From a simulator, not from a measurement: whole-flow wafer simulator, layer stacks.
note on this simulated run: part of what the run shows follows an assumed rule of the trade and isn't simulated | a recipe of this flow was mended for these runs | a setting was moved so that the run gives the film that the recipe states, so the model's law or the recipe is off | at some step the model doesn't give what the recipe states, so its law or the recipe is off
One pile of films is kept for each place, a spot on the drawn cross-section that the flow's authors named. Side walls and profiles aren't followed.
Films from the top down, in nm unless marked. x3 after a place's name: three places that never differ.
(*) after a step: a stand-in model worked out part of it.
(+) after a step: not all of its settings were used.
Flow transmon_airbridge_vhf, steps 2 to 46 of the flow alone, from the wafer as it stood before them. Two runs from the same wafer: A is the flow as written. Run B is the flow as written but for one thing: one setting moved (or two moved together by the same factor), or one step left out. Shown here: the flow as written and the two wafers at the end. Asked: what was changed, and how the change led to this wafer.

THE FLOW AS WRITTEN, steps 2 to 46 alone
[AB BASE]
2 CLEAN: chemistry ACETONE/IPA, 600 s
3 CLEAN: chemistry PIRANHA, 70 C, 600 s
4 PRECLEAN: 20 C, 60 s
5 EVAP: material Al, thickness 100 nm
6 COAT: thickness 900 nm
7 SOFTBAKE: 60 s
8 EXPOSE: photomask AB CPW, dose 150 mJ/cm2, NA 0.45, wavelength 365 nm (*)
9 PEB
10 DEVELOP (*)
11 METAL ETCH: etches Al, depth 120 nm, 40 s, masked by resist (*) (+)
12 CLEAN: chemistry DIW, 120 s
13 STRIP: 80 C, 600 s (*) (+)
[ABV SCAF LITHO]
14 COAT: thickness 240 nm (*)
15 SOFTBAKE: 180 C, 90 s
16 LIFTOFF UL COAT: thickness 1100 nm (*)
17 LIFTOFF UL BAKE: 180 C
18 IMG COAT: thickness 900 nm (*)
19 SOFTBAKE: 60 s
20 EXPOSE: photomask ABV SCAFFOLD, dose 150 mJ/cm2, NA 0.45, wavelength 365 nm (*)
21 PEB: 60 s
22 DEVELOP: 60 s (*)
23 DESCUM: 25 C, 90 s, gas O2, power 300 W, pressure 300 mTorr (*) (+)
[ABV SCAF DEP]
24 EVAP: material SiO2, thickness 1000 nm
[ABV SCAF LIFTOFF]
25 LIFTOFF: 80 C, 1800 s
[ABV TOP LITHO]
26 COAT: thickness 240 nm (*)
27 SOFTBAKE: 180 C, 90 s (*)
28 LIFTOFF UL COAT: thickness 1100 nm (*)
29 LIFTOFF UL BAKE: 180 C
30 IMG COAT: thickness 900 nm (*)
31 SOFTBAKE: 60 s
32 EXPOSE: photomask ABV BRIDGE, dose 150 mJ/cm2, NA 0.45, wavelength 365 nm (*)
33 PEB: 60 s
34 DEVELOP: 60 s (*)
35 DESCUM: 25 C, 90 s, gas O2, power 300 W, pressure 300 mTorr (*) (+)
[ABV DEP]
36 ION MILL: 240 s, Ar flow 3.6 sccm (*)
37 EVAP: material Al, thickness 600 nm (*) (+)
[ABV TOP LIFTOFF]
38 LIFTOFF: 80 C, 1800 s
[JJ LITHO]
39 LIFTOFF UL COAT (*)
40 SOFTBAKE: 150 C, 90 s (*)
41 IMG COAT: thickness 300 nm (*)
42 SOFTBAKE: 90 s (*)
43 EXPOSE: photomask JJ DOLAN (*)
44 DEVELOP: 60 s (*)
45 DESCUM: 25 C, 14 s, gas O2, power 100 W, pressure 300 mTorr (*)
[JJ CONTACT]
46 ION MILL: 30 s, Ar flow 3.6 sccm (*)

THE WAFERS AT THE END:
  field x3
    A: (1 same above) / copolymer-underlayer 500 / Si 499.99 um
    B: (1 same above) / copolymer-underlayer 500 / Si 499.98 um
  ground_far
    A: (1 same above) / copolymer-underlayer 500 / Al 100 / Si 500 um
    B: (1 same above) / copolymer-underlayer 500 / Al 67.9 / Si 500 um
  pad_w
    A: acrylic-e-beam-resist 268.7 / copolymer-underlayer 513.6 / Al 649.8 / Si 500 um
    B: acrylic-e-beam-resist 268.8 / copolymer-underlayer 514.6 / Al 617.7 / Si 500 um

The cause: step 5, EVAP: thickness 67.9 nm was run, where the flow has thickness 100 nm.
It can be read off the wafer: ground_far has Al 67.9, and step 5 as written asks for 100 nm.

How the change led to this, step by step:
  5 EVAP: material Al, thickness 100 nm
      field x3, jj_line, ground_far and 12 more: A Al +100 (new film) | B Al +67.9 (new film)
  11 METAL ETCH: etches Al, depth 120 nm, 40 s, masked by resist (*) (+)
      field x3, jj_line, gap_w, gap_e: A Al -86.7 (all of it), Si -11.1 | B Al -54.6 (all of it), Si -21.8
